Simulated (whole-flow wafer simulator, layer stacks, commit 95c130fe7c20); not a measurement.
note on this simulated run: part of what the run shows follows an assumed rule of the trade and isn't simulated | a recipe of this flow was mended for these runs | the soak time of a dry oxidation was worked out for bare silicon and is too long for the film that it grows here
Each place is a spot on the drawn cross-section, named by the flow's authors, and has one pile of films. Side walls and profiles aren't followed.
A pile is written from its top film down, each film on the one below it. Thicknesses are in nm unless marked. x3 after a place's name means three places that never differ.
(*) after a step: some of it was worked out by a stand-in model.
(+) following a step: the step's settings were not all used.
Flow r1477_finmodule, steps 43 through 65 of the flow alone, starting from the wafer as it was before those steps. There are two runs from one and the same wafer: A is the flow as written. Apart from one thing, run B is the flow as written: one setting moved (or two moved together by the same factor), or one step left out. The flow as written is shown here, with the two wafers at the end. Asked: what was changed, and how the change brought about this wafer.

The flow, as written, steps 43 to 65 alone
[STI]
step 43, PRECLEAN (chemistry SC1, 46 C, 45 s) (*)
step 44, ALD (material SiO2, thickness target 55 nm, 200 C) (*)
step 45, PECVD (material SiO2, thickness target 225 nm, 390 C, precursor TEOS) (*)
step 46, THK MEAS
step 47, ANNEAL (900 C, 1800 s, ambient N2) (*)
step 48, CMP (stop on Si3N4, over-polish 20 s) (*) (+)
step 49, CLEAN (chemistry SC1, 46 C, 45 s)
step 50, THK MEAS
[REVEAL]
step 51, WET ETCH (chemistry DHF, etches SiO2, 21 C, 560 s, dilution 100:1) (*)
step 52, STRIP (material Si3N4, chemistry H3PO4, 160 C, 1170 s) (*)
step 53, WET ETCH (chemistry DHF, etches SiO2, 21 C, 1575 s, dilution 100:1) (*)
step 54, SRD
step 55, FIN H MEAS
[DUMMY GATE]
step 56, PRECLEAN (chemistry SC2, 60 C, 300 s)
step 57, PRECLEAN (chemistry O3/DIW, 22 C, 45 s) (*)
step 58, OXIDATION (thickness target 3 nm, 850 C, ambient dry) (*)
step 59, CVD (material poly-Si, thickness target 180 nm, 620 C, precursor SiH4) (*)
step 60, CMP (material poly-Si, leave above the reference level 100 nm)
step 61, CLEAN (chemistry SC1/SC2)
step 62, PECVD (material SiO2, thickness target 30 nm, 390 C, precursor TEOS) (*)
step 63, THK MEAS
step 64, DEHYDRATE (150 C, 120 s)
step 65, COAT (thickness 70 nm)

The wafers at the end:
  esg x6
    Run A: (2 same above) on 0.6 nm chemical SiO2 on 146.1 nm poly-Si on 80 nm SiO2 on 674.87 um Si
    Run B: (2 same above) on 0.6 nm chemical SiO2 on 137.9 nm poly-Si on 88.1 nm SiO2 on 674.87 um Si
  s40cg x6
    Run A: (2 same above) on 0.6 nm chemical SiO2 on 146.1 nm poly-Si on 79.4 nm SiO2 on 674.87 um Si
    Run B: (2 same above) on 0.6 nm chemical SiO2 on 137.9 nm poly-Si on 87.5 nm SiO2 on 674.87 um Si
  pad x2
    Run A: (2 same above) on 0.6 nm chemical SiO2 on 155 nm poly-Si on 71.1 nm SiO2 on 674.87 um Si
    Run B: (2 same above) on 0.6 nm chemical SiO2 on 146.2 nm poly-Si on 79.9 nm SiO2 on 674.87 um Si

What caused this: step 51, WET ETCH: 398 s was run, while the flow as written has 560 s.

The path from the change to this, step by step:
  step 51, WET ETCH (chemistry DHF, etches SiO2, 21 C, 560 s, dilution 100:1) (*)
      elg x8: A SiO2 loses 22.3 (all of it), Si3N4 loses 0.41 | B SiO2 loses 20
      esg x6, e200sg x2, s40cg x6, s40sg x6: A SiO2 loses 28.1 | B SiO2 loses 20
      (as well as at 2 more places)
  step 52, STRIP (material Si3N4, chemistry H3PO4, 160 C, 1170 s) (*)
      elg x8: A Si3N4 loses 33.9 (all of it), SiO2 loses 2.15 | B SiO2 loses 2.3 (all of it), Si3N4 loses 34.3 (all of it), SiO2 loses 0.41
  step 53, WET ETCH (chemistry DHF, etches SiO2, 21 C, 1575 s, dilution 100:1) (*)
      elg x8: A SiO2 loses 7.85 (all of it) | B SiO2 loses 9.59 (all of it)
  step 59, CVD (material poly-Si, thickness target 180 nm, 620 C, precursor SiH4) (*)
      esg x6, s40cg x6, s40sg x6: A poly-Si gains 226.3 (new film) | B poly-Si gains 218.2 (new film)
      e200sg x2: A poly-Si gains 219.2 (new film) | B poly-Si gains 211.1 (new film)
  step 60, CMP (material poly-Si, leave above the reference level 100 nm)
      pad x2: A poly-Si loses 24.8 | B poly-Si loses 33.6
